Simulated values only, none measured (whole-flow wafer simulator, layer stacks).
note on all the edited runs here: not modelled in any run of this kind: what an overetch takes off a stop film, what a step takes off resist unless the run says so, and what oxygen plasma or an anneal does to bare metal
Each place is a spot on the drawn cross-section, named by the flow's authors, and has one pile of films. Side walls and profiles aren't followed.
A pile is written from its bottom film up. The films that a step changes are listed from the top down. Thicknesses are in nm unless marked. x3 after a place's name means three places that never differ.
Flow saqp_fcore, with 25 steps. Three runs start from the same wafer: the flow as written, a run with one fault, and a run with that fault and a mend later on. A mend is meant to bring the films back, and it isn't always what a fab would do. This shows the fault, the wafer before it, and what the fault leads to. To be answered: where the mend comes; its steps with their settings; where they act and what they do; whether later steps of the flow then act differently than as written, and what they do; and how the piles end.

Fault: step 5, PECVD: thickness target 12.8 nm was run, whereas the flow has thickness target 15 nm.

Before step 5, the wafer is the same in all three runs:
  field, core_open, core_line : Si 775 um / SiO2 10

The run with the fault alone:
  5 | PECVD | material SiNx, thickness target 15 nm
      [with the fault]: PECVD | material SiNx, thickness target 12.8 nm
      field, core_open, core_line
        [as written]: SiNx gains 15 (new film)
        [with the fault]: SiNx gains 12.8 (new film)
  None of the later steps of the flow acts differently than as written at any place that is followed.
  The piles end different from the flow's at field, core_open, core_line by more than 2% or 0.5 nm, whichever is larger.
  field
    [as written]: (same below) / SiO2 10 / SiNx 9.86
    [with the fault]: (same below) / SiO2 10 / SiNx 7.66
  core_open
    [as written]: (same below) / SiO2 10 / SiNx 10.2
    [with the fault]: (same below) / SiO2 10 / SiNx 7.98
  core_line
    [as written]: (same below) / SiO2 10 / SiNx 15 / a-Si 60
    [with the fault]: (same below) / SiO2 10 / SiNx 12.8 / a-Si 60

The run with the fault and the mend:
  The mend stands after step 5.
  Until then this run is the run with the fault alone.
  5a | PECVD | material SiNx, thickness target 2.2 nm (the flow's step 5, run once more with other settings)
      field, core_open, core_line
        SiNx gains 2.2
  None of the later steps of the flow acts differently than as written at any place that is followed.
  The piles end the same as the flow's at every place that both follow.
